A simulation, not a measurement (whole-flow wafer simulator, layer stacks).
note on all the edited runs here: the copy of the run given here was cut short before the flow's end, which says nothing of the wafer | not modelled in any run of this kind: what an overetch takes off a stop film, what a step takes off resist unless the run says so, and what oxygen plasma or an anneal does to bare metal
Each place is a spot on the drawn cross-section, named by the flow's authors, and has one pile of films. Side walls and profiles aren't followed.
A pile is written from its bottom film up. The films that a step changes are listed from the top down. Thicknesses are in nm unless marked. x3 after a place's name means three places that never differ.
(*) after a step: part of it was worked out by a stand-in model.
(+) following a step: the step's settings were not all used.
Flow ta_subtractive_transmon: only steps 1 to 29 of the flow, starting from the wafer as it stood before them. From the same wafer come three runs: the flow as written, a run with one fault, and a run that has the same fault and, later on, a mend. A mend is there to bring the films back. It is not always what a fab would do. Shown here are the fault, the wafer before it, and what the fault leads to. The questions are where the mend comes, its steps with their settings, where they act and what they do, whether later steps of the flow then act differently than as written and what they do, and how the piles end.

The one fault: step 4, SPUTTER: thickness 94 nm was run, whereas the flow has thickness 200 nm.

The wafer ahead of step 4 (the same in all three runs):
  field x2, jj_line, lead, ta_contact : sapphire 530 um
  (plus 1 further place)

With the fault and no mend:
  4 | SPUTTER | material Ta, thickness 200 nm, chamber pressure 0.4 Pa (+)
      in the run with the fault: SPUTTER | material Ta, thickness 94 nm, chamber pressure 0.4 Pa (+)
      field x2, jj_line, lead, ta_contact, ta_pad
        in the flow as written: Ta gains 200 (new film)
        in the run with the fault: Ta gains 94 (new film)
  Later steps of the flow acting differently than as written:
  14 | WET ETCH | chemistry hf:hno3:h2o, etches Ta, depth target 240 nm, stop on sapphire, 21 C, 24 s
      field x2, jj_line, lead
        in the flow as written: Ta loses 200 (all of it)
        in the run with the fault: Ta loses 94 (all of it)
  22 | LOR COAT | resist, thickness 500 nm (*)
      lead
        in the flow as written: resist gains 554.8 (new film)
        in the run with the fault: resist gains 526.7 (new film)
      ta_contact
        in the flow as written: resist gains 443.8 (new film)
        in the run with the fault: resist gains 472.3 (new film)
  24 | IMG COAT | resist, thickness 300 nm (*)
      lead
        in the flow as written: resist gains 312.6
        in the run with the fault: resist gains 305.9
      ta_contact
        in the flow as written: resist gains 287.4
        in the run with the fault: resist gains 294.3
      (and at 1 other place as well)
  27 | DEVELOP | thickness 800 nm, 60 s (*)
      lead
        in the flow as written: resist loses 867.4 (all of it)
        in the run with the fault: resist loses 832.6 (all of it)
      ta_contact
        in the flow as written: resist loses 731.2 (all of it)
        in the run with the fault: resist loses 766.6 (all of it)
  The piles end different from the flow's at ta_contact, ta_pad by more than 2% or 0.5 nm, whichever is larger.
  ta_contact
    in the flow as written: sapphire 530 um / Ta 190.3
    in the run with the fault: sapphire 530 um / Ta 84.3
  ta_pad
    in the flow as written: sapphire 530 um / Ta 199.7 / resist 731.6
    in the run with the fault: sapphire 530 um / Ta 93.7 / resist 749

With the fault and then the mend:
  The mend follows step 5.
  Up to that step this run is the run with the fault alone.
  5a | SPUTTER | material Ta, thickness 106 nm, chamber pressure 0.4 Pa (+) (a further turn of the flow's step 4, with different settings)
      field x2, jj_line, lead, ta_contact, ta_pad
        Ta gains 106
  None of the later steps of the flow acts differently than as written at any place that is followed.
  At every place that both follow, the piles at the end match the flow's.
